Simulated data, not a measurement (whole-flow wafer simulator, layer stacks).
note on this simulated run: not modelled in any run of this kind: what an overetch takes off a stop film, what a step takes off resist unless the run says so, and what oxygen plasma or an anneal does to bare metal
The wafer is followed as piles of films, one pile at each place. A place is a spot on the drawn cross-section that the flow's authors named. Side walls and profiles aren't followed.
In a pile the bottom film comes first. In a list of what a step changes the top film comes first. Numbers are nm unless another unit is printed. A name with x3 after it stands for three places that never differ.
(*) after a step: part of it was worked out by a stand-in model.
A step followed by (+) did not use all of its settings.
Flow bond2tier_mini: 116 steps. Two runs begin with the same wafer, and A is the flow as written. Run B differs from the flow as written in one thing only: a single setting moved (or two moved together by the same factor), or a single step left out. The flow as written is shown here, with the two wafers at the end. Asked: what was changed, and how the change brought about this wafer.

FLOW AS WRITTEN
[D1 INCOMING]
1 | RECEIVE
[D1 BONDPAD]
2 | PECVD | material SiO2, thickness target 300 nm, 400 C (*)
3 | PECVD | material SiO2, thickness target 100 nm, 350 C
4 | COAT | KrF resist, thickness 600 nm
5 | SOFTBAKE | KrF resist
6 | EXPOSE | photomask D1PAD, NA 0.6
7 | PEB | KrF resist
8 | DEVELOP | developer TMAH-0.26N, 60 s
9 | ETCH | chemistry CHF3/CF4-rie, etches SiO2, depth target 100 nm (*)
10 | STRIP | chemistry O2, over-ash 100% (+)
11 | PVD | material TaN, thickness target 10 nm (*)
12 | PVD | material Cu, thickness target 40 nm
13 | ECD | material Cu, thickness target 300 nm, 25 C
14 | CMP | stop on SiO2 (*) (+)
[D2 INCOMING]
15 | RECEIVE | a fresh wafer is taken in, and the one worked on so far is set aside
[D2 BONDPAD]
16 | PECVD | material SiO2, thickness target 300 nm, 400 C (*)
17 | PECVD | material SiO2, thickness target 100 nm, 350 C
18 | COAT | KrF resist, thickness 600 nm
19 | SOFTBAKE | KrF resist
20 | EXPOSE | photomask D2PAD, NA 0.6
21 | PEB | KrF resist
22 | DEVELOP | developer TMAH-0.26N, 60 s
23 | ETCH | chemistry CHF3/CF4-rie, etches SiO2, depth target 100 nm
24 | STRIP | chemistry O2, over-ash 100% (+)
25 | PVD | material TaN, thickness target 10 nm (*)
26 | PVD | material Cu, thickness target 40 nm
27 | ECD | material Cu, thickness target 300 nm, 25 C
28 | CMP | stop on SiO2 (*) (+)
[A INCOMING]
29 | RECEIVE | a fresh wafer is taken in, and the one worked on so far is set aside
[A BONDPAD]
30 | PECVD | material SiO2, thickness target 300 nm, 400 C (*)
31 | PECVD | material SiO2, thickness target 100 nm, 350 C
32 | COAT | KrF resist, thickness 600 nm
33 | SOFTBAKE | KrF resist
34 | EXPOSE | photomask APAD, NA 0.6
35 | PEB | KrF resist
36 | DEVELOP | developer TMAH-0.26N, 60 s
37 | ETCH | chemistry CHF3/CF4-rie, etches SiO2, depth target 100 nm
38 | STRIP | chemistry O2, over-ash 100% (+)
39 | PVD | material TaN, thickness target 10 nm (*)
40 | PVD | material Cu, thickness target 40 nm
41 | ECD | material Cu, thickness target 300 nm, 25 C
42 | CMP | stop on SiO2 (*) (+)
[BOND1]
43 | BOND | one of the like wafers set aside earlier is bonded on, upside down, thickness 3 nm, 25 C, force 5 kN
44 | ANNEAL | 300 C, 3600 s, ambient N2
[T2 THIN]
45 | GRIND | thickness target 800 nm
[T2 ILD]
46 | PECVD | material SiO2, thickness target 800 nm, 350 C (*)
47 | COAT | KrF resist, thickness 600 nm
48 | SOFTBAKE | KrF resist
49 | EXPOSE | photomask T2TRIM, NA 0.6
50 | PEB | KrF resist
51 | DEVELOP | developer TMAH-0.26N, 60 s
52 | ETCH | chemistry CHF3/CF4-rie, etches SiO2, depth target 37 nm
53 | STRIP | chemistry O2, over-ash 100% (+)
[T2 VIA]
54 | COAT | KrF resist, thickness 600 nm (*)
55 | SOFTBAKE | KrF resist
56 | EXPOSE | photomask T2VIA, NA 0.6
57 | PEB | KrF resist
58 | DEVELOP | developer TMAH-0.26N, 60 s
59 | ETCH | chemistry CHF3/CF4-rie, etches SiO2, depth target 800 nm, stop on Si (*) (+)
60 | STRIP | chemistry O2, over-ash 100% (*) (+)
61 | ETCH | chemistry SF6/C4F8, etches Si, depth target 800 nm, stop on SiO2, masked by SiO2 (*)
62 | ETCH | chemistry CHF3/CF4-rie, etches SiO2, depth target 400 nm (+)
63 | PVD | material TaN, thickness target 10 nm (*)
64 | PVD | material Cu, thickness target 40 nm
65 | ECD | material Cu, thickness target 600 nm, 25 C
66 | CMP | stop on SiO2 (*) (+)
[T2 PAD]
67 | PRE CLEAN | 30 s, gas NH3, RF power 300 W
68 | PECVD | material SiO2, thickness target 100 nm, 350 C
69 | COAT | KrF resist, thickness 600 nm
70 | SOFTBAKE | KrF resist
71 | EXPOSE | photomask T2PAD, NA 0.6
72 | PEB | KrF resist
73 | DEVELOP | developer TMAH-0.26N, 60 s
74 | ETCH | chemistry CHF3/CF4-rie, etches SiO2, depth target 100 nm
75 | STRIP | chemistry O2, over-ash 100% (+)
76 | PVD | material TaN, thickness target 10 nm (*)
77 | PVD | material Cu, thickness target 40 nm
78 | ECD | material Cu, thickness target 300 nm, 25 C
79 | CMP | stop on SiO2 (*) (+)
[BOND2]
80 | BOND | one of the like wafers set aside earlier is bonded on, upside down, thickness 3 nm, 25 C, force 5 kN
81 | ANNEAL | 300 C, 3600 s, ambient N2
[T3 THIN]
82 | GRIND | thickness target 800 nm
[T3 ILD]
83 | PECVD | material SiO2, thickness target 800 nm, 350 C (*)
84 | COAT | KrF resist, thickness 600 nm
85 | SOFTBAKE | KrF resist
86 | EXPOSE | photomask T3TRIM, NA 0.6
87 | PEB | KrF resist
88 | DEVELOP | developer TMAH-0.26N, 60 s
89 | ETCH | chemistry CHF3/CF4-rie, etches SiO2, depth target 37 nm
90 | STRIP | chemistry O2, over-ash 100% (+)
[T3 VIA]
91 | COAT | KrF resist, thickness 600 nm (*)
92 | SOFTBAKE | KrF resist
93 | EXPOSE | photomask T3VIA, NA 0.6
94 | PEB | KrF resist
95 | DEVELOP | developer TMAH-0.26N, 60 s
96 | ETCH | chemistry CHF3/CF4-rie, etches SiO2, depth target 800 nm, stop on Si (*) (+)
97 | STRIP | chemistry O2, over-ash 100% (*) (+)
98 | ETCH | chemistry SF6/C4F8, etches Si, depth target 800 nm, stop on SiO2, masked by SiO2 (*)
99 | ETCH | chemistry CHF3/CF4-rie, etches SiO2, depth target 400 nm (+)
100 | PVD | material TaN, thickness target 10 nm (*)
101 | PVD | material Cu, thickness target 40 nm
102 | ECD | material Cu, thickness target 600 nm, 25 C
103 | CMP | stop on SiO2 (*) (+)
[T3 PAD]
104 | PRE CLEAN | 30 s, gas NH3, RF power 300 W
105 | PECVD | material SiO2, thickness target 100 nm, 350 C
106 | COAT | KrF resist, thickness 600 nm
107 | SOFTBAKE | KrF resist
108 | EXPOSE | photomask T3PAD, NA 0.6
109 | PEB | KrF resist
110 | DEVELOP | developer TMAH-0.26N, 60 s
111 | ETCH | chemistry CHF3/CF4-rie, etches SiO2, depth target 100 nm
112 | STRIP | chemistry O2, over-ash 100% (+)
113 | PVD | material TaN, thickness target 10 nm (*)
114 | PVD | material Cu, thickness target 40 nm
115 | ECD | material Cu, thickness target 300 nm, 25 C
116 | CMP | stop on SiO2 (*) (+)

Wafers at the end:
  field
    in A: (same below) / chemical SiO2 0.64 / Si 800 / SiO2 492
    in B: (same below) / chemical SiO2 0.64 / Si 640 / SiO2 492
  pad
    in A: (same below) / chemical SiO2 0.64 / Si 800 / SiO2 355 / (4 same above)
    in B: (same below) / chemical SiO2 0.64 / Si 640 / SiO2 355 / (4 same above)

Cause: step 82, GRIND: thickness target 640 nm was run, though the flow has thickness target 800 nm.
One can read it off the wafer: field has Si 640, and step 82 as written asks for 800 nm.

The path from the change to this, step by step:
  82 | GRIND | thickness target 800 nm
      field, pad: A Si loses 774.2 um | B Si loses 774.36 um
